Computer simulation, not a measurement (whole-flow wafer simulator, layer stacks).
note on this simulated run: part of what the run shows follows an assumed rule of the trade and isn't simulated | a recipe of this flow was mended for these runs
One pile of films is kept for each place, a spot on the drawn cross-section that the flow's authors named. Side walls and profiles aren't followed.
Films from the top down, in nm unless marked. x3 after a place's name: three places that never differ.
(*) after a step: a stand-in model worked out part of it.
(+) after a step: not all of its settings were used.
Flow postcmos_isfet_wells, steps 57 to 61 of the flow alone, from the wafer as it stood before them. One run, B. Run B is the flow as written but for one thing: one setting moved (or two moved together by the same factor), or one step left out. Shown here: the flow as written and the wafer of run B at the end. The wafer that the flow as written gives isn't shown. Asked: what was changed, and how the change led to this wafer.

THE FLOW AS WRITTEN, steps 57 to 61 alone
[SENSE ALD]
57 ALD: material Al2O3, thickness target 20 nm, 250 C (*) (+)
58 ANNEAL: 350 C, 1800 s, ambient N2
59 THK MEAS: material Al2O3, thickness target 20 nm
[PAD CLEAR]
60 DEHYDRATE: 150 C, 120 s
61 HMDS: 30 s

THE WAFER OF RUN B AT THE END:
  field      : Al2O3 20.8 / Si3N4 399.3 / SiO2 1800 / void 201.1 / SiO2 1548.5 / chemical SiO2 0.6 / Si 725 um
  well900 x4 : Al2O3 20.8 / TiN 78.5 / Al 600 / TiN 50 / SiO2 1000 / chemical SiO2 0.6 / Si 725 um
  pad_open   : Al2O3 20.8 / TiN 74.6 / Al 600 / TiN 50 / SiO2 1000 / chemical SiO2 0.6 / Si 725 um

The cause: step 57, ALD: 215 C was run, where the flow has 250 C.

How the change led to this, step by step:
  57 ALD: material Al2O3, thickness target 20 nm, 250 C (*) (+)
      field, margin x3, well900 x4, pad_open: Al2O3 +20.8 (new film) (as written it would be: Al2O3 +20 (new film))
